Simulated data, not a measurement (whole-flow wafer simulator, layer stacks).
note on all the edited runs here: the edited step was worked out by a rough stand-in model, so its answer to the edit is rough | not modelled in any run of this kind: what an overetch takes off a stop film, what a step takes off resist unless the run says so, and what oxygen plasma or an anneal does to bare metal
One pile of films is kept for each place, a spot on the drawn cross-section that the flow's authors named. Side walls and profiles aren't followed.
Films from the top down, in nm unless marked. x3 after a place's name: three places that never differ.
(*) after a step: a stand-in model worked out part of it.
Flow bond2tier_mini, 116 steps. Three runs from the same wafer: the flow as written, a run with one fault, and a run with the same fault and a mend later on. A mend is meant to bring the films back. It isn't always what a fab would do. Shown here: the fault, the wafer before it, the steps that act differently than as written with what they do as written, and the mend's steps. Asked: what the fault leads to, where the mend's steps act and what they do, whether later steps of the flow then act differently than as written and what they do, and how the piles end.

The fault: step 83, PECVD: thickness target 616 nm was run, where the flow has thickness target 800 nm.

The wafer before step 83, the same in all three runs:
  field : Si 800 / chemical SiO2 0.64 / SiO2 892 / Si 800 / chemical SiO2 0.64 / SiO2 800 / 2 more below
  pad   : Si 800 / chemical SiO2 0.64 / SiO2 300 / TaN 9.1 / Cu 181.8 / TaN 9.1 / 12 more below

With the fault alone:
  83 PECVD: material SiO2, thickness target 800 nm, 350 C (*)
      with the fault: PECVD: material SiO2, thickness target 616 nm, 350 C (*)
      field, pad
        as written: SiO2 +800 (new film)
        with the fault: SiO2 +616 (new film)
  No later step of the flow acts differently than as written at any place that is followed.
  At the end the piles differ from the flow's by more than 2% or 0.5 nm, whichever is larger, at field, pad.
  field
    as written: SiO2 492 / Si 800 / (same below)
    with the fault: SiO2 308 / Si 800 / (same below)
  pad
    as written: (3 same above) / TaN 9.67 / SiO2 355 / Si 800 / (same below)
    with the fault: (3 same above) / TaN 9.67 / SiO2 171 / Si 800 / (same below)

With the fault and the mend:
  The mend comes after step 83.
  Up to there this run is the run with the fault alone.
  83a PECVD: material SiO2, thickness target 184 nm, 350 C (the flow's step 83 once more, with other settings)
      field, pad
        SiO2 +184
  No later step of the flow acts differently than as written at any place that is followed.
  At the end the piles are the same as the flow's at every place that both follow.
